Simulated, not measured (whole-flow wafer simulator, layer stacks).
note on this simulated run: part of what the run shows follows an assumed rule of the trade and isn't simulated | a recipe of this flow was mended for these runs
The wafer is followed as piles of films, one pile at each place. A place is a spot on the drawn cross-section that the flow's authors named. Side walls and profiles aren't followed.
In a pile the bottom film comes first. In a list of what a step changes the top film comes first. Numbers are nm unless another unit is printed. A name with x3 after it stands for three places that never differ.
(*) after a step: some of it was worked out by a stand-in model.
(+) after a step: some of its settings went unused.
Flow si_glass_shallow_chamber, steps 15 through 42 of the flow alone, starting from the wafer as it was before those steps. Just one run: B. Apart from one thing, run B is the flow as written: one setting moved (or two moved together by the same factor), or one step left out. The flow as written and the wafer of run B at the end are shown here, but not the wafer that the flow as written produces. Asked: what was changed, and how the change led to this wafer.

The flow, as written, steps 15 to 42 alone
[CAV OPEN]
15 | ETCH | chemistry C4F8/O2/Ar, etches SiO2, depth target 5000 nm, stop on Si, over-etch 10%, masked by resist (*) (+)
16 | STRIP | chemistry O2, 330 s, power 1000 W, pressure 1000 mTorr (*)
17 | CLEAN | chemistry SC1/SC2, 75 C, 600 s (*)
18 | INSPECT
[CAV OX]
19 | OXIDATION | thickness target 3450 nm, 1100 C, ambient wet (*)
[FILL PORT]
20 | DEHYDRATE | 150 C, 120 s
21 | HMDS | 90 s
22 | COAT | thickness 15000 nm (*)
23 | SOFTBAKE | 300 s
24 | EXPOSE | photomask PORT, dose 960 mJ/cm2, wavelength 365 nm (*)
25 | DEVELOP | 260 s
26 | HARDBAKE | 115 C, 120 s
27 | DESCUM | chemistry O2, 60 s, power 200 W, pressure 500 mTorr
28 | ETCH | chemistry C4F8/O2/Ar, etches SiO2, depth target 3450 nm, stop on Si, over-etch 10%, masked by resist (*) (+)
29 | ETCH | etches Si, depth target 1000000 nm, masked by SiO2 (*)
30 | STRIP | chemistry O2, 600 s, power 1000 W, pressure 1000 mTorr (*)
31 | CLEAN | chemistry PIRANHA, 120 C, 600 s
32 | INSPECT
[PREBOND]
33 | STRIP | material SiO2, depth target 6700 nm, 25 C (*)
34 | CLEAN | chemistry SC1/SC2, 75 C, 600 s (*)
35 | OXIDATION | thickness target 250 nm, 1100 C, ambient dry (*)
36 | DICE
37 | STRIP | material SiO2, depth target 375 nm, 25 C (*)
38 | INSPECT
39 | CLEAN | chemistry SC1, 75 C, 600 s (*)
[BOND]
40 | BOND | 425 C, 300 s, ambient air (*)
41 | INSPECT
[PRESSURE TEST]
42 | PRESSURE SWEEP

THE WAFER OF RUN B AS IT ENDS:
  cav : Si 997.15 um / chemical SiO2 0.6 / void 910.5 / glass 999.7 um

What caused this: step 15, ETCH: depth target 4280 nm was run, whereas the flow has depth target 5000 nm.

Step by step, how the change led to this:
  15 | ETCH | chemistry C4F8/O2/Ar, etches SiO2, depth target 5000 nm, stop on Si, over-etch 10%, masked by resist (*) (+)
      cav, port: SiO2 loses 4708 (in the flow as written it would be: SiO2 loses 5000 (all of it), Si loses 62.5)
      rim, ramp, septum, ring: thick-i-line-resist loses 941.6 (in the flow as written it would be: thick-i-line-resist loses 1100)
  16 | STRIP | chemistry O2, 330 s, power 1000 W, pressure 1000 mTorr (*)
      cav, port: nothing (in the flow as written it would be: chemical SiO2 gains 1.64 (new film), Si loses 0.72)
      rim, ramp, septum, ring: thick-i-line-resist loses 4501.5 (all of it) (in the flow as written it would be: thick-i-line-resist loses 4343.1 (all of it))
  17 | CLEAN | chemistry SC1/SC2, 75 C, 600 s (*)
      cav, port: SiO2 loses 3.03 (in the flow as written it would be: chemical SiO2 loses 1.04, Si loses 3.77)
  19 | OXIDATION | thickness target 3450 nm, 1100 C, ambient wet (*)
      cav, port: SiO2 gains 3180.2, Si loses 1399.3 (in the flow as written it would be: SiO2 gains 3450 (new film), chemical SiO2 loses 0.6 (all of it), Si loses 1517.7)
  22 | COAT | thickness 15000 nm (*)
      rim: thick-i-line-resist gains 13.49 um (new film) (in the flow as written it would be: thick-i-line-resist gains 13.4 um (new film))
      ramp: thick-i-line-resist gains 13 um (new film) (in the flow as written it would be: thick-i-line-resist gains 12.89 um (new film))
      (and at 3 other places as well)
  23 | SOFTBAKE | 300 s
      rim: thick-i-line-resist loses 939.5 (in the flow as written it would be: thick-i-line-resist loses 997)
      ramp: thick-i-line-resist loses 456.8 (in the flow as written it would be: thick-i-line-resist loses 487.1)
      (and at 4 other places as well)
  25 | DEVELOP | 260 s
      port: thick-i-line-resist loses 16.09 um (all of it) (in the flow as written it would be: thick-i-line-resist loses 16.16 um (all of it))
  28 | ETCH | chemistry C4F8/O2/Ar, etches SiO2, depth target 3450 nm, stop on Si, over-etch 10%, masked by resist (*) (+)
      port: SiO2 loses 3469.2 (all of it), Si loses 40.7 (in the flow as written it would be: SiO2 loses 3450 (all of it), Si loses 43.1)
  29 | ETCH | etches Si, depth target 1000000 nm, masked by SiO2 (*)
      rim, ramp: thick-i-line-resist loses 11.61 um (all of it), SiO2 loses 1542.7 (in the flow as written it would be: thick-i-line-resist loses 11.47 um (all of it), SiO2 loses 1617.3)
      port: hole gains 997.24 um (new film), Si loses 997.24 um (all of it) (in the flow as written it would be: hole gains 997.05 um (new film), Si loses 997.05 um (all of it))
      (and at 2 other places as well)
  30 | STRIP | chemistry O2, 600 s, power 1000 W, pressure 1000 mTorr (*)
      cav: thick-i-line-resist loses 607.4 (all of it) (in the flow as written it would be: thick-i-line-resist loses 669.6 (all of it))
  40 | BOND | 425 C, 300 s, ambient air (*)
      cav: glass gains 999.7 um (new film), void gains 910.5 (new film) (in the flow as written it would be: glass gains 999.7 um (new film), void gains 1095.9 (new film))
      port: glass gains 999.7 um (new film), hole gains 829.4 (in the flow as written it would be: glass gains 999.7 um (new film), hole gains 1017.3)
